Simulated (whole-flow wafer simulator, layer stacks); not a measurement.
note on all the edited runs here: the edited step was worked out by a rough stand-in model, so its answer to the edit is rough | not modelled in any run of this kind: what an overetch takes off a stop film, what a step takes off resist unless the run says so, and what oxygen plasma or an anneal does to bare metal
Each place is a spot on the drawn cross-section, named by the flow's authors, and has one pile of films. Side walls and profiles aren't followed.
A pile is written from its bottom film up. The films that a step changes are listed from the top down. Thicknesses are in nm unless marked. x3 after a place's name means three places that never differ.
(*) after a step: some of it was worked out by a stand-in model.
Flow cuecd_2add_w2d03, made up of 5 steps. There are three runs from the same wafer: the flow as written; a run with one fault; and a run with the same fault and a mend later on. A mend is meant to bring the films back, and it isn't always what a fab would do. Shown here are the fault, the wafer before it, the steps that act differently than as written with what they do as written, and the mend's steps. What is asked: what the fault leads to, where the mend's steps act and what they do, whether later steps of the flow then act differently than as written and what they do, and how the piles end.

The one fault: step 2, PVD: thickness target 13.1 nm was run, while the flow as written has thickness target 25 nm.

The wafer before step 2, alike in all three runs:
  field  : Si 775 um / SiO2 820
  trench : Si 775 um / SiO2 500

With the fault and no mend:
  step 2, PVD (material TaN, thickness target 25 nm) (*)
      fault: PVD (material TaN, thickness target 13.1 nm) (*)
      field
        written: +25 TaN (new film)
        fault: +13.1 TaN (new film)
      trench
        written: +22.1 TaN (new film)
        fault: +11.6 TaN (new film)
  Later steps of the flow that are run all act as written at every place that is followed, up to a difference of at most 2% or 0.5 nm, whichever is larger.
  At field, trench, the piles at the end differ from the flow's by more than 2% or 0.5 nm, whichever is larger.
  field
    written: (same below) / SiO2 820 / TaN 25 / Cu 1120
    fault: (same below) / SiO2 820 / TaN 13.1 / Cu 1120
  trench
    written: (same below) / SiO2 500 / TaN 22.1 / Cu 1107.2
    fault: (same below) / SiO2 500 / TaN 11.6 / Cu 1107.3

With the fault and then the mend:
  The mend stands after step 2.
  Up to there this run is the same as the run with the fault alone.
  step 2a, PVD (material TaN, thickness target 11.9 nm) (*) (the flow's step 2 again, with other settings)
      field
        +11.9 TaN
      trench
        +10.5 TaN
  Later steps of the flow that are run all act as written at every place that is followed.
  By the end, the piles equal the flow's at every place that both follow.
